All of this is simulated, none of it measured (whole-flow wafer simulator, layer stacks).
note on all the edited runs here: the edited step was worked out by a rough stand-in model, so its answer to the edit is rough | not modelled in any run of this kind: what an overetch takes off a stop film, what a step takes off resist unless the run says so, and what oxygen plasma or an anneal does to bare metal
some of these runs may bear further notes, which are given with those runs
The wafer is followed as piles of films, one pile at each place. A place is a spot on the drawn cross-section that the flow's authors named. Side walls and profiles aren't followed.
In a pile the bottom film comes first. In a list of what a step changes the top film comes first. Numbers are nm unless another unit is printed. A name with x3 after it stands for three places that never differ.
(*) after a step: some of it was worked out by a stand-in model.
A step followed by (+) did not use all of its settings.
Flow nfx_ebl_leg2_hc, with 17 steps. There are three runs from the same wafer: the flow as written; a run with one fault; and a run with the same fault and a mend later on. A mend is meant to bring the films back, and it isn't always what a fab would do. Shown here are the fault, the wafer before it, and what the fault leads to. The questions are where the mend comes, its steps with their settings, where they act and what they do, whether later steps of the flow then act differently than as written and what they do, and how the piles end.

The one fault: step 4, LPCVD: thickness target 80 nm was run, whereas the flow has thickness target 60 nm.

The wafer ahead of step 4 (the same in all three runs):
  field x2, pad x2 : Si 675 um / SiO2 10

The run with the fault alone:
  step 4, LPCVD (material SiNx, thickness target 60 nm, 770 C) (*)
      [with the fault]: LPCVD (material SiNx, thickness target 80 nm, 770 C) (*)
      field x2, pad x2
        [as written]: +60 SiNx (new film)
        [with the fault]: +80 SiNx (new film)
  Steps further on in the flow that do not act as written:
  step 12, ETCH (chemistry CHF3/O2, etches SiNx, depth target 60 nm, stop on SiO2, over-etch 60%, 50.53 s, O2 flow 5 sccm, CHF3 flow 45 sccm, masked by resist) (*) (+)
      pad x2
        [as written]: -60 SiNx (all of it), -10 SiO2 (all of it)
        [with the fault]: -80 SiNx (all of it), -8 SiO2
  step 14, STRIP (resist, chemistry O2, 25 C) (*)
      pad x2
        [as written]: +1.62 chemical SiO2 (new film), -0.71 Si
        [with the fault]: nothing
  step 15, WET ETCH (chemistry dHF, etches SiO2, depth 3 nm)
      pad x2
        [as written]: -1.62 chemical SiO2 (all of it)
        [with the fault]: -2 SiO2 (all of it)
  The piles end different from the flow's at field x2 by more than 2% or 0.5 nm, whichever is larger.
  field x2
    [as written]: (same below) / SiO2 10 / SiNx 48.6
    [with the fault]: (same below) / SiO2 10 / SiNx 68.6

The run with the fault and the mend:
  After step 5 comes the mend.
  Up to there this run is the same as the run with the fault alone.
  step 5a, ETCH (chemistry h3po4, depth target 92 nm)
      field x2, pad x2
        -80 SiNx (all of it)
  step 5b, CLEAN (chemistry SC1/SC2) (the flow's step 2, run once more)
      does not change any film at any place that is followed
  step 5c, LPCVD (material SiNx, thickness target 60 nm, 770 C) (*) (the flow's step 4, run once more)
      field x2, pad x2
        +60 SiNx (new film)
  None of the later steps of the flow acts differently than as written at any place that is followed.
  At every place that both follow, the piles at the end match the flow's.
